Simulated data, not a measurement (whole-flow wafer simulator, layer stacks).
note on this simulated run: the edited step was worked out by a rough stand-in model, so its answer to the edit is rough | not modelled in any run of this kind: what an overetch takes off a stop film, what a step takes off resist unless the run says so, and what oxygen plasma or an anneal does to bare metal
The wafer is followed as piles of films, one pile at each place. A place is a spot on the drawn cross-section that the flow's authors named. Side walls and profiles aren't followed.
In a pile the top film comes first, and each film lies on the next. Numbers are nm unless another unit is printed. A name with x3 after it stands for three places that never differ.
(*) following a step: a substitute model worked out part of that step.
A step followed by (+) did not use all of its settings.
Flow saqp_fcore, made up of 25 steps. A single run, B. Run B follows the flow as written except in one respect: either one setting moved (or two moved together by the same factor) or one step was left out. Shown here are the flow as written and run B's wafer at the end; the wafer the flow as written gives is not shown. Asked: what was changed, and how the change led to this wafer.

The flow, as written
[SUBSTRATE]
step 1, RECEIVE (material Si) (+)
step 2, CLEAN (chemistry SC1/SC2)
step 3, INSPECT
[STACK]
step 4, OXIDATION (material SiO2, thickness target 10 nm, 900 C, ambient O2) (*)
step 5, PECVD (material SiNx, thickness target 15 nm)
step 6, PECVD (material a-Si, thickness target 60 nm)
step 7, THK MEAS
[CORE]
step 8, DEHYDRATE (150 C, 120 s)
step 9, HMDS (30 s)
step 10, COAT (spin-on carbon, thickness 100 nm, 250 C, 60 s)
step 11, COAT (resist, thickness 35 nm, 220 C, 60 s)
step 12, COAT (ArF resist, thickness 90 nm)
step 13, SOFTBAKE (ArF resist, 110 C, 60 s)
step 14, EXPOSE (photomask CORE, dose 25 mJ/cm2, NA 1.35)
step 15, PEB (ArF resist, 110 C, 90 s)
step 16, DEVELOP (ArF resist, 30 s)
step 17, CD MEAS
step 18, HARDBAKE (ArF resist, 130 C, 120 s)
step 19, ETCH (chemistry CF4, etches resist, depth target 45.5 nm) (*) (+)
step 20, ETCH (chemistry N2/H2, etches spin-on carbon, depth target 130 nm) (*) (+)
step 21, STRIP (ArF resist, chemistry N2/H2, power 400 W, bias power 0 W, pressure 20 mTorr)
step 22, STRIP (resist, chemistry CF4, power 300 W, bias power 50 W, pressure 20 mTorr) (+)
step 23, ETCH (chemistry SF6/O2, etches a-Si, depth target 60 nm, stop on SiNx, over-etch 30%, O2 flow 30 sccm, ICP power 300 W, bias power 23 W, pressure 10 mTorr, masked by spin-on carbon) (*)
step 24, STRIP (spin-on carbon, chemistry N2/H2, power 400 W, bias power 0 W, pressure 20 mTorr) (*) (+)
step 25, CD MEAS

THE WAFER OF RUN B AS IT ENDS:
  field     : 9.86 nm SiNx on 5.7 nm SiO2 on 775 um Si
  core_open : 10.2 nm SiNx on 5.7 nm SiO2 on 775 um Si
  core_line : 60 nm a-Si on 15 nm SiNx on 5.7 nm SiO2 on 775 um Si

What caused this: step 4, OXIDATION: thickness target 5.7 nm was run, whereas the flow has thickness target 10 nm.
One can read it off the wafer: field has SiO2 5.7, and step 4 as written asks for 10 nm.

The path from the change to this, step by step:
  step 4, OXIDATION (material SiO2, thickness target 10 nm, 900 C, ambient O2) (*)
      field, core_open, core_line: SiO2 gains 5.7 (new film), chemical SiO2 loses 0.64 (all of it), Si loses 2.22 (it would be, as written: SiO2 gains 10 (new film), chemical SiO2 loses 0.64 (all of it), Si loses 4.12)
